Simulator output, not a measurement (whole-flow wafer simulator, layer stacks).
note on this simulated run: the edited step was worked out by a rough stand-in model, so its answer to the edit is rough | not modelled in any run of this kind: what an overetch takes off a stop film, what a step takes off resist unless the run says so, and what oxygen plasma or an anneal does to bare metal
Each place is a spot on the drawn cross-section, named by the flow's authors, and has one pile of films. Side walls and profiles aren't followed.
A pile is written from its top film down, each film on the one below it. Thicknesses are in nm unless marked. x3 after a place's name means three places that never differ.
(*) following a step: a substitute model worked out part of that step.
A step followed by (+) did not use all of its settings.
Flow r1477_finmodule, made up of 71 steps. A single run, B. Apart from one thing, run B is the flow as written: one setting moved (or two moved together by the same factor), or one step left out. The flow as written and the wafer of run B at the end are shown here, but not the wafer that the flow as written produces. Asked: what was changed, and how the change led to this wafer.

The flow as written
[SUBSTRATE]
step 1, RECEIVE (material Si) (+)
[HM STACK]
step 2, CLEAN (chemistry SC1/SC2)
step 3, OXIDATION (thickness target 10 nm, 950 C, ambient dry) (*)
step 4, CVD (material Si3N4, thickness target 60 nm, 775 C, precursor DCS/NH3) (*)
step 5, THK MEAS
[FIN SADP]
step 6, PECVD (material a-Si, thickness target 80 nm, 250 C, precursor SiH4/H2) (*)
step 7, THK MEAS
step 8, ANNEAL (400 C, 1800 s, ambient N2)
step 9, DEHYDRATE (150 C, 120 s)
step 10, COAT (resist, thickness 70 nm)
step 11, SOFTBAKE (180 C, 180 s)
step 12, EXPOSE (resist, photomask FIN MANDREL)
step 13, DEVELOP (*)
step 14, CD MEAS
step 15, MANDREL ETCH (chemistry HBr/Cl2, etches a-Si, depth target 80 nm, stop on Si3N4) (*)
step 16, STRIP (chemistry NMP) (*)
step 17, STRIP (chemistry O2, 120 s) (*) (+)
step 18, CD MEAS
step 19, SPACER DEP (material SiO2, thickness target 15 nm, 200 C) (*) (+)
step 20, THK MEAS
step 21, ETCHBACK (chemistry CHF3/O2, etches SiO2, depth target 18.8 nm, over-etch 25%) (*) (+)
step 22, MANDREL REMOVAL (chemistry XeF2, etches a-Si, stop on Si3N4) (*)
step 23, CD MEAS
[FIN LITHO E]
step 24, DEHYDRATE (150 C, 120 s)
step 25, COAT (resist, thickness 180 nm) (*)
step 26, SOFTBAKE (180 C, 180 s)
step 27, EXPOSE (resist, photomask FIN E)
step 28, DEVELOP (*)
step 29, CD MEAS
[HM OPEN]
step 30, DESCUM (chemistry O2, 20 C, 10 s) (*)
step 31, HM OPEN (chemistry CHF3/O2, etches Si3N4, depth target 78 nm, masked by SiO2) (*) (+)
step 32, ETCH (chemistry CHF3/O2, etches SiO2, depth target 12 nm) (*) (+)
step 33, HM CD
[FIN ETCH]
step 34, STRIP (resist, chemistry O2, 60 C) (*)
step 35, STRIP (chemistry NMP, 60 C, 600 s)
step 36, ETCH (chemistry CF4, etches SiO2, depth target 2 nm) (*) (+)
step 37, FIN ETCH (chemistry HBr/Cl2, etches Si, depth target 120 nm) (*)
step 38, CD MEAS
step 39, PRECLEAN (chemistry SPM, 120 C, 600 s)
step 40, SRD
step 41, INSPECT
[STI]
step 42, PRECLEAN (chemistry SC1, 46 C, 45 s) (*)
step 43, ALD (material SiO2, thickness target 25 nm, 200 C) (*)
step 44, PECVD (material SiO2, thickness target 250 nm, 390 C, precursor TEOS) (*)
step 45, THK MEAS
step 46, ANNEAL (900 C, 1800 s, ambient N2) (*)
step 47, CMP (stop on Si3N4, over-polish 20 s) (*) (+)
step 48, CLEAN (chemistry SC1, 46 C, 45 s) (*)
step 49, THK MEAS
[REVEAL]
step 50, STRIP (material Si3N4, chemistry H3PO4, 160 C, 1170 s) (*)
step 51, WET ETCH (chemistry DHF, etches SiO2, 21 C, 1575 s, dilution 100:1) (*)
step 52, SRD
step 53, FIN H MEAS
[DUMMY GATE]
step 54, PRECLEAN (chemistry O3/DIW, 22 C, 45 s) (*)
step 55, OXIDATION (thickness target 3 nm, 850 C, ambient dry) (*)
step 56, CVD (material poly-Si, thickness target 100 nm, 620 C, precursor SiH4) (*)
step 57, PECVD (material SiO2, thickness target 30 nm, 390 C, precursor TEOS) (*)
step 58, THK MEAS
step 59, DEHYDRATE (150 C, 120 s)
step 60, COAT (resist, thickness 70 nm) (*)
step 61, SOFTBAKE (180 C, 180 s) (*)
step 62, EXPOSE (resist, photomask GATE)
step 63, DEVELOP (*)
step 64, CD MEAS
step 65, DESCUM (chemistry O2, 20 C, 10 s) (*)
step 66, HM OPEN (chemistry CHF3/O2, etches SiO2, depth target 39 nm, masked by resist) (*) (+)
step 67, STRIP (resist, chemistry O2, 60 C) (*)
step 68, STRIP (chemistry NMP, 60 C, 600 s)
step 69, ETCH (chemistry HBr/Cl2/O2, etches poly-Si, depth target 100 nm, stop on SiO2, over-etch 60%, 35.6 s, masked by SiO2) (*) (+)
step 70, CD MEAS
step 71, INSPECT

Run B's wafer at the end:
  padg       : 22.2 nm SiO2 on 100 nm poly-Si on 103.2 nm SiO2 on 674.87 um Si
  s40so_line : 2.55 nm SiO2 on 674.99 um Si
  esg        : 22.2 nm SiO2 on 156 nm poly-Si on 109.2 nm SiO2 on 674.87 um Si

The reason: step 57, PECVD: thickness target 27.5 nm was run, while the flow as written has thickness target 30 nm.

How this came from the change, step by step:
  step 57, PECVD (material SiO2, thickness target 30 nm, 390 C, precursor TEOS) (*)
      pad, padg, elg and 33 more: SiO2 gains 27.5 (new film) (in the flow as written it would be: SiO2 gains 30 (new film))
  step 66, HM OPEN (chemistry CHF3/O2, etches SiO2, depth target 39 nm, masked by resist) (*) (+)
      pad, elo, eso and 15 more: SiO2 loses 27.5 (all of it), poly-Si loses 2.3 (in the flow as written it would be: SiO2 loses 30 (all of it), poly-Si loses 1.8)
